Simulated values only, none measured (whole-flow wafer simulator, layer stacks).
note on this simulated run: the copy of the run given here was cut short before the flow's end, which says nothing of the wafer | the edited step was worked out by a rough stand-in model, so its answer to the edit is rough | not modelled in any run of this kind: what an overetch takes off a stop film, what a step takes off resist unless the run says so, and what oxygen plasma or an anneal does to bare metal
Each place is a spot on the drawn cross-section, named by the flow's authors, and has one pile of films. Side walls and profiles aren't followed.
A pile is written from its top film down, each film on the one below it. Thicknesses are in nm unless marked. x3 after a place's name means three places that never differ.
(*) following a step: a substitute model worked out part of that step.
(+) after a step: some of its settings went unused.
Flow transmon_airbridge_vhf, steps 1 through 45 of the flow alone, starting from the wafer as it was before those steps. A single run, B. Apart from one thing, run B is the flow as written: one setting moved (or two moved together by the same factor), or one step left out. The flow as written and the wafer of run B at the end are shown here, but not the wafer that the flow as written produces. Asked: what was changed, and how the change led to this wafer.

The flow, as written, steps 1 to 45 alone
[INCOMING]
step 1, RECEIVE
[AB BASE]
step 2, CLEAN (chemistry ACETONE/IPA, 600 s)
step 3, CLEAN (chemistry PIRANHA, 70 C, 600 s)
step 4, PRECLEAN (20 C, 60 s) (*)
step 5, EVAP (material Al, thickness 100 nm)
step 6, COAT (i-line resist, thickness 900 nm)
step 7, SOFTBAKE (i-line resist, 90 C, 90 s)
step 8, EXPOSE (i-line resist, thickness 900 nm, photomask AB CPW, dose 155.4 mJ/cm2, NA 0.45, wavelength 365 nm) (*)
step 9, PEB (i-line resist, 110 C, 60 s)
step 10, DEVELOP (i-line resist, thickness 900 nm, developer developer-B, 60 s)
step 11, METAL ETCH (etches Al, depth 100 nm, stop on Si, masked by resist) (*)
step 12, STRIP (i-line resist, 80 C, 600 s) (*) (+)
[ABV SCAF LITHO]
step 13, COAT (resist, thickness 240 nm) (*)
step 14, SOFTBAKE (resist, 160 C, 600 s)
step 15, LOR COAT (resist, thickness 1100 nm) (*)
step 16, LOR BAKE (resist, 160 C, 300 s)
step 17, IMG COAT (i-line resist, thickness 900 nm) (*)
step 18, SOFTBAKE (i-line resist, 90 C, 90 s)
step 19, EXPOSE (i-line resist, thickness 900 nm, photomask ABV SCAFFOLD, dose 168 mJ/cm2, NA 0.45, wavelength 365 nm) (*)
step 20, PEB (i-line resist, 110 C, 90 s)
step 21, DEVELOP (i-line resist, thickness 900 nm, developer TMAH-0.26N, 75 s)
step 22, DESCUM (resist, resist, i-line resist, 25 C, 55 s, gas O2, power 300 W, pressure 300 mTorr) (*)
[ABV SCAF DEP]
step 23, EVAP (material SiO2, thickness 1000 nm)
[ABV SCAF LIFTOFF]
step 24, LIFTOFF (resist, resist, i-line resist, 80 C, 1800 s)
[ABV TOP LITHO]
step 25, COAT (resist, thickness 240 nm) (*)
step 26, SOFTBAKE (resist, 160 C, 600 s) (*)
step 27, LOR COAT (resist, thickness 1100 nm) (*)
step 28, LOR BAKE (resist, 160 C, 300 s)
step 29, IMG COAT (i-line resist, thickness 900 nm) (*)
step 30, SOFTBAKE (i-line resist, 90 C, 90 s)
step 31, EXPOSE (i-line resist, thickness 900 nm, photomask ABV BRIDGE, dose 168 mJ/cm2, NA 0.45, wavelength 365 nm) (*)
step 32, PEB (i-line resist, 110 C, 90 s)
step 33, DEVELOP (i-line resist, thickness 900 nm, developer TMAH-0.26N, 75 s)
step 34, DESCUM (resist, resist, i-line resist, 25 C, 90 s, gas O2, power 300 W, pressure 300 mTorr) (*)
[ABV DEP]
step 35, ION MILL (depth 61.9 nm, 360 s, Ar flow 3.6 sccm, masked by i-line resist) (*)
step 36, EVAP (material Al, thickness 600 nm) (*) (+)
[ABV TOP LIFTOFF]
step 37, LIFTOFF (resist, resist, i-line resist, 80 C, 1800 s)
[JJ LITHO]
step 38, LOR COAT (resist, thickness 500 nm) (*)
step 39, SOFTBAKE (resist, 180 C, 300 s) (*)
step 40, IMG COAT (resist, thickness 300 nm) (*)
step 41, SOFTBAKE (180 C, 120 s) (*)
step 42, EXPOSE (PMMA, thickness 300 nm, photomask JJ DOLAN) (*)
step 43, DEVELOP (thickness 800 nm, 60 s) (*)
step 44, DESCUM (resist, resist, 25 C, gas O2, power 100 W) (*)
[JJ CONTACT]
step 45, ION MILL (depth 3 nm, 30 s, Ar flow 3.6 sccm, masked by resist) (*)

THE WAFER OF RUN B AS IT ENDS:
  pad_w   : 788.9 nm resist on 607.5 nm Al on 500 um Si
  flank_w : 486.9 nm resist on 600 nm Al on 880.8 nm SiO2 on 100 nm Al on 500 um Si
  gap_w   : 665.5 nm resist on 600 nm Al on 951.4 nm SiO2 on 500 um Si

The reason: step 35, ION MILL: depth 83.6 nm was run, while the flow as written has depth 61.9 nm; step 35, ION MILL: 486 s was run, where the flow has 360 s.

How this came from the change, step by step:
  step 35, ION MILL (depth 61.9 nm, 360 s, Ar flow 3.6 sccm, masked by i-line resist) (*)
      field x3, jj_line, ground_far, trace_open_s x2, margin_s, margin_n: i-line resist loses 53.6 (in the flow as written it would be: i-line resist loses 39.7)
      flank_w, gap_w, cpw_trace, gap_e, flank_e, bridge_strip: SiO2 loses 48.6 (in the flow as written it would be: SiO2 loses 36)
      (as well as at 2 more places)
  step 37, LIFTOFF (resist, resist, i-line resist, 80 C, 1800 s)
      field x3, jj_line, trace_open_s x2: Al loses 600 (all of it), i-line resist loses 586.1 (all of it), resist loses 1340 (all of it) (in the flow as written it would be: Al loses 600 (all of it), i-line resist loses 600 (all of it), resist loses 1340 (all of it))
      margin_s, margin_n: Al loses 600 (all of it), i-line resist loses 304.4 (all of it), resist loses 992 (all of it) (in the flow as written it would be: Al loses 600 (all of it), i-line resist loses 318.3 (all of it), resist loses 992 (all of it))
